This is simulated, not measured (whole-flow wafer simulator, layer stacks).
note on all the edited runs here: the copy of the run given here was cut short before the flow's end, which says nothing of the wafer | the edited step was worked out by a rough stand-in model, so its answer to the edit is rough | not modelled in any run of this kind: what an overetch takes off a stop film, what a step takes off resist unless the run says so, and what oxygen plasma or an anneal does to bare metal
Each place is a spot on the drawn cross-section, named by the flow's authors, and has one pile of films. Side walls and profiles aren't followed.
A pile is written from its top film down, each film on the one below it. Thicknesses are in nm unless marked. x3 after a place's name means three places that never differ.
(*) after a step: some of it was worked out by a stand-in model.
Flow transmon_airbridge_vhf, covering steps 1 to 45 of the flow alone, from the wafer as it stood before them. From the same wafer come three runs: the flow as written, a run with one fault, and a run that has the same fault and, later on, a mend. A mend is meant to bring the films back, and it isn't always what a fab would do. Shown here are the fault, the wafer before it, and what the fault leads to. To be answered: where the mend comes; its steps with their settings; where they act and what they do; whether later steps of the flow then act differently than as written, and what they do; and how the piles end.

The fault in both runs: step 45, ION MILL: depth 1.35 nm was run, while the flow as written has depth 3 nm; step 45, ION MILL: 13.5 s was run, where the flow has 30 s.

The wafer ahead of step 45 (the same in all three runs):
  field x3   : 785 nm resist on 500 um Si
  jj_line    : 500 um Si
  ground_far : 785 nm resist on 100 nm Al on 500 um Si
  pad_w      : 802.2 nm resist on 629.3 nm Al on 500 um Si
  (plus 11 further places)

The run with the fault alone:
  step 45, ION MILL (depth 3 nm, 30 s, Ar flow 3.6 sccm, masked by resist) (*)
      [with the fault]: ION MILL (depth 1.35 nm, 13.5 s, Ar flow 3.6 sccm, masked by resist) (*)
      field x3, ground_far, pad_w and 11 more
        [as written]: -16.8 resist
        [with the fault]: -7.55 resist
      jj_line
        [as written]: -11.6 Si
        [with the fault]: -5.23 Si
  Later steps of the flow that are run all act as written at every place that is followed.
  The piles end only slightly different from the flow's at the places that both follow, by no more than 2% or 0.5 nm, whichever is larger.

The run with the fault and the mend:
  The mend stands after step 45.
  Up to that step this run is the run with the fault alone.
  step 45a, ION MILL (depth 1.65 nm, 16.5 s, Ar flow 3.6 sccm, masked by resist) (*) (the flow's step 45 again, with other settings)
      field x3, ground_far, pad_w and 11 more
        -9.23 resist
      jj_line
        -6.4 Si
  Later steps of the flow that are run all act as written at every place that is followed.
  By the end, the piles equal the flow's at every place that both follow.
